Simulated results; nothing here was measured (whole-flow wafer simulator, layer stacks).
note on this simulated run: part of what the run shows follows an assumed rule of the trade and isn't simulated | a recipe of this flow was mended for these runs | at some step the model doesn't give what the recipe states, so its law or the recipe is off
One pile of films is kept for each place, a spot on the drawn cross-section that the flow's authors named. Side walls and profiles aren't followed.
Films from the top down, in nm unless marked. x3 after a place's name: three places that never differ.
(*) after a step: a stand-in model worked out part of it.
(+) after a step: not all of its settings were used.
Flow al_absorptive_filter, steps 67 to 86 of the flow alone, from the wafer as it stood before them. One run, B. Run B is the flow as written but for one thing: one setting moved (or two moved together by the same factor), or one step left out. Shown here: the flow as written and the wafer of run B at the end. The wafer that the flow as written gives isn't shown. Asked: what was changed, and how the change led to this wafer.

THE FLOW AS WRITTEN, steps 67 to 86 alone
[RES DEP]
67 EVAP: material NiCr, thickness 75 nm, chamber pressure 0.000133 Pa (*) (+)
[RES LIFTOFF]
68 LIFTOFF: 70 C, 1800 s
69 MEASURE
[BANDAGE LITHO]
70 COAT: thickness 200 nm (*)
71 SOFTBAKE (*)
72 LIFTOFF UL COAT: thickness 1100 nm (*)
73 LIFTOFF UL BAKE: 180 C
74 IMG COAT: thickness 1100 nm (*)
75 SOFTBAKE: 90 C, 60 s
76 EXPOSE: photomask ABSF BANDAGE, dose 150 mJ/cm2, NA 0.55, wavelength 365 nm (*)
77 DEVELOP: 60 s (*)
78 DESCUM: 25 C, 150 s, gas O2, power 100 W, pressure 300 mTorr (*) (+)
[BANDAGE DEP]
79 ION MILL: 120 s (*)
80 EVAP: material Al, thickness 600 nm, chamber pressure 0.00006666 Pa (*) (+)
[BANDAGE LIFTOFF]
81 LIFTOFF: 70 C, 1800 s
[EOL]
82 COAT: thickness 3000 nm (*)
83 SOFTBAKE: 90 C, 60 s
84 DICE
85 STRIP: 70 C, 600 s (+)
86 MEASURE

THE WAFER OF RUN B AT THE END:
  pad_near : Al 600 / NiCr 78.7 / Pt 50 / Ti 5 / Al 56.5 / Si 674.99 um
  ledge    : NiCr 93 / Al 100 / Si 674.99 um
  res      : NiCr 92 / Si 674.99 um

The cause: step 67, EVAP: thickness 93 nm was run, where the flow has thickness 75 nm.
It can be read off the wafer: ledge has NiCr 93, and step 67 as written asks for 75 nm.

How the change led to this, step by step:
  67 EVAP: material NiCr, thickness 75 nm, chamber pressure 0.000133 Pa (*) (+)
      gnd, pad_far, ledge and 9 more: NiCr +93 (new film) (as written it would be: NiCr +75 (new film))
      pad_near, res: NiCr +92 (new film) (as written it would be: NiCr +74.2 (new film))
  68 LIFTOFF: 70 C, 1800 s
      xa_field, xl_land, idc_field: NiCr -93 (all of it), i-line-resist -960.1 (all of it), lift-off-underlayer -1100 (all of it), acrylic-e-beam-resist -200 (all of it) (as written it would be: NiCr -75 (all of it), i-line-resist -960.1 (all of it), lift-off-underlayer -1100 (all of it), acrylic-e-beam-resist -200 (all of it))
      gnd: NiCr -93 (all of it), i-line-resist -959.5 (all of it), lift-off-underlayer -1100.9 (all of it), acrylic-e-beam-resist -200.6 (all of it) (as written it would be: NiCr -75 (all of it), i-line-resist -959.5 (all of it), lift-off-underlayer -1100.9 (all of it), acrylic-e-beam-resist -200.6 (all of it))
      (and at 7 more places)
  83 SOFTBAKE: 90 C, 60 s
      gnd: i-line-resist +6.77 (as written it would be: i-line-resist +6.13)
      pad_near: i-line-resist -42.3 (as written it would be: i-line-resist -41.1)
      (and at 2 more places)
